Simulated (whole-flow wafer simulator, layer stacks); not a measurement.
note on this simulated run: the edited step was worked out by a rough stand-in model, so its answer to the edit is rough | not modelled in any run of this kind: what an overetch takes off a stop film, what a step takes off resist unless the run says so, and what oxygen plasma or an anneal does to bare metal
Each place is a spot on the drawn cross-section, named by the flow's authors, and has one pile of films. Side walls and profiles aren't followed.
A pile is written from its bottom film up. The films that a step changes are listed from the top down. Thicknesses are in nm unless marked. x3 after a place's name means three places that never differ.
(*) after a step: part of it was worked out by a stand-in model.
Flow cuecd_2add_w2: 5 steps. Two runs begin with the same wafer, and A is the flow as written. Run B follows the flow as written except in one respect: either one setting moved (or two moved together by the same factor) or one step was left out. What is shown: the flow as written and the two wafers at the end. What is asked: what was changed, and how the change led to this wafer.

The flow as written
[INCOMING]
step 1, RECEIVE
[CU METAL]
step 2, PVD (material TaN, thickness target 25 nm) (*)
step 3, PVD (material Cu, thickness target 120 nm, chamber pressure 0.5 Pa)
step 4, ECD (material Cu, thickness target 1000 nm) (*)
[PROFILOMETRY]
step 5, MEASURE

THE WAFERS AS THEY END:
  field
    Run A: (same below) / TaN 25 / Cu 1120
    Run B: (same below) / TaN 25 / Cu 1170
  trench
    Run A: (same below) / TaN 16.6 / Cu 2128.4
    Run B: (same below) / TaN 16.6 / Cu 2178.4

Cause: step 4, ECD: thickness target 1050 nm was run, whereas the flow has thickness target 1000 nm.

Step by step, how the change led to this:
  step 4, ECD (material Cu, thickness target 1000 nm) (*)
      field: A Cu gains 1000 | B Cu gains 1050
      trench: A Cu gains 2047.6 | B Cu gains 2097.6
